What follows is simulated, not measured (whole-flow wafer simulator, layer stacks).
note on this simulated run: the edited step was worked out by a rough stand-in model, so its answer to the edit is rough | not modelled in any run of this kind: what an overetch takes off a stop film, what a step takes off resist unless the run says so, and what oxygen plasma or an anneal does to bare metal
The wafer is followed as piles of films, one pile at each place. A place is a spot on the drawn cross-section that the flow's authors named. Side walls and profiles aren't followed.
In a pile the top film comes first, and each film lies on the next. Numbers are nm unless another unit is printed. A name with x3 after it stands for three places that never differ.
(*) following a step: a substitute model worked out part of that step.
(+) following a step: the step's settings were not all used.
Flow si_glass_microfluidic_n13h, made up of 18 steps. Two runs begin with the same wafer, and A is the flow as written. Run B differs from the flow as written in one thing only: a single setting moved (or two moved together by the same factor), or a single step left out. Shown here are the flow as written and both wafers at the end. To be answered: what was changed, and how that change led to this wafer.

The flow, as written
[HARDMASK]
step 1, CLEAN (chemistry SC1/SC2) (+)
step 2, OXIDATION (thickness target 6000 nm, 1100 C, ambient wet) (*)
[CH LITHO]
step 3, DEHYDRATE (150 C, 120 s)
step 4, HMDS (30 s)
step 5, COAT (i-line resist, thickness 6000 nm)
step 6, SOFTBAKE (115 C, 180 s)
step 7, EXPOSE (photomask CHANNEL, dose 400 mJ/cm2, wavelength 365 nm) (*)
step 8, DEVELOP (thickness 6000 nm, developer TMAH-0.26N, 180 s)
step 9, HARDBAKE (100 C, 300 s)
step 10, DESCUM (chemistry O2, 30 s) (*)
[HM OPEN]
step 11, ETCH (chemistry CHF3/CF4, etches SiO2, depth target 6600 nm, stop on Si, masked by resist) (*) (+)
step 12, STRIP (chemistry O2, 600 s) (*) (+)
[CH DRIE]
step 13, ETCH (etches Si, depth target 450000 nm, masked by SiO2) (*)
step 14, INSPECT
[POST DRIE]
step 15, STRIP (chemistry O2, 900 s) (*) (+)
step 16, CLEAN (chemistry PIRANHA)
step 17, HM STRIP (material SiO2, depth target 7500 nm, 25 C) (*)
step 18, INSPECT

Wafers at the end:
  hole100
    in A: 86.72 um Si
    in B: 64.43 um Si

What caused this: step 13, ETCH: depth target 472500 nm was run, though the flow has depth target 450000 nm.

Step by step, how the change led to this:
  step 13, ETCH (etches Si, depth target 450000 nm, masked by SiO2) (*)
      land: A SiO2 loses 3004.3 | B SiO2 loses 3152.8
      hole100: A chemical SiO2 loses 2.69 (all of it), Si loses 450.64 um | B chemical SiO2 loses 2.69 (all of it), Si loses 472.92 um
  step 17, HM STRIP (material SiO2, depth target 7500 nm, 25 C) (*)
      land: A SiO2 loses 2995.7 (all of it) | B SiO2 loses 2847.2 (all of it)
